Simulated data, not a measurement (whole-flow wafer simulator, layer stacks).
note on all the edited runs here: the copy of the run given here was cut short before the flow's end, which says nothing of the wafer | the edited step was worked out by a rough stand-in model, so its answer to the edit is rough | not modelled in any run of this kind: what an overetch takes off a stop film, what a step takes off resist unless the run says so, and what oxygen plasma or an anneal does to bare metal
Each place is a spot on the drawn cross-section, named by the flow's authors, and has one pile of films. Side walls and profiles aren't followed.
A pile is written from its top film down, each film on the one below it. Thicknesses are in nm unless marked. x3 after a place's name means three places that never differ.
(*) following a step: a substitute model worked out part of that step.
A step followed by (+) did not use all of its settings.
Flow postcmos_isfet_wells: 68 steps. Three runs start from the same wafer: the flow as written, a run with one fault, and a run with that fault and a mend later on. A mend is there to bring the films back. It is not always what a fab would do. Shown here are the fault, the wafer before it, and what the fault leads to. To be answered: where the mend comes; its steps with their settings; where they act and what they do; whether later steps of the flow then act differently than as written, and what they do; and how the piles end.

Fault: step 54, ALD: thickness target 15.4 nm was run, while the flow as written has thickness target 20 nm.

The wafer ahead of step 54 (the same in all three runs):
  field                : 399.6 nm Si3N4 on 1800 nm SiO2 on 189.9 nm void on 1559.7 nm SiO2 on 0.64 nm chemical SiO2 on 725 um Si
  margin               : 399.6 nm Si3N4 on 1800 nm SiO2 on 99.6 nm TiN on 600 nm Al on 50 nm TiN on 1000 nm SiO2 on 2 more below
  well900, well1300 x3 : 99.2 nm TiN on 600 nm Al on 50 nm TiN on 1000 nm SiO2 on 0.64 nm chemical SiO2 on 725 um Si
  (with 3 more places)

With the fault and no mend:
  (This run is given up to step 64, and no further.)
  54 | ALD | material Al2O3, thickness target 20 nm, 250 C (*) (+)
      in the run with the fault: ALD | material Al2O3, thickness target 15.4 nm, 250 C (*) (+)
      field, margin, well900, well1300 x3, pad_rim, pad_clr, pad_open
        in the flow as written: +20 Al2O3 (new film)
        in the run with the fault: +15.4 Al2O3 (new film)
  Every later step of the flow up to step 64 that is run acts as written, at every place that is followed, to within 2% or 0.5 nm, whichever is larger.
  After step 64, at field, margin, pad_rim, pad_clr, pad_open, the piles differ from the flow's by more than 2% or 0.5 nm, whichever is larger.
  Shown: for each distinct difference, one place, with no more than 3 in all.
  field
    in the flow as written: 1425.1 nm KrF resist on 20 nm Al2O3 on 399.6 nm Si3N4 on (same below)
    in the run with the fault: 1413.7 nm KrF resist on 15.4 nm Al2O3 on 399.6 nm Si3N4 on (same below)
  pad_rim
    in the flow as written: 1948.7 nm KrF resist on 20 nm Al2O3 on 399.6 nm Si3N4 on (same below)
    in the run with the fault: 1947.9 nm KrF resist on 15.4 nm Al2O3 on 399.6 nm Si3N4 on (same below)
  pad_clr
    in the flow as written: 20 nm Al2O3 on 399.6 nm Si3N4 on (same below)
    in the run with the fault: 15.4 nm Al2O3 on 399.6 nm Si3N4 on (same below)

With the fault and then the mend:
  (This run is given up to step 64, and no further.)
  After step 54 comes the mend.
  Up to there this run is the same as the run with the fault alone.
  54a | ALD | material Al2O3, thickness target 4.6 nm, 250 C (*) (+) (the flow's step 54, run once more with other settings)
      field, margin, well900, well1300 x3, pad_rim, pad_clr, pad_open
        +4.6 Al2O3
  Every later step of the flow up to step 64 that is run acts as written at every place that is followed.
  Once step 64 is done, the piles equal the flow's at every place that both follow.
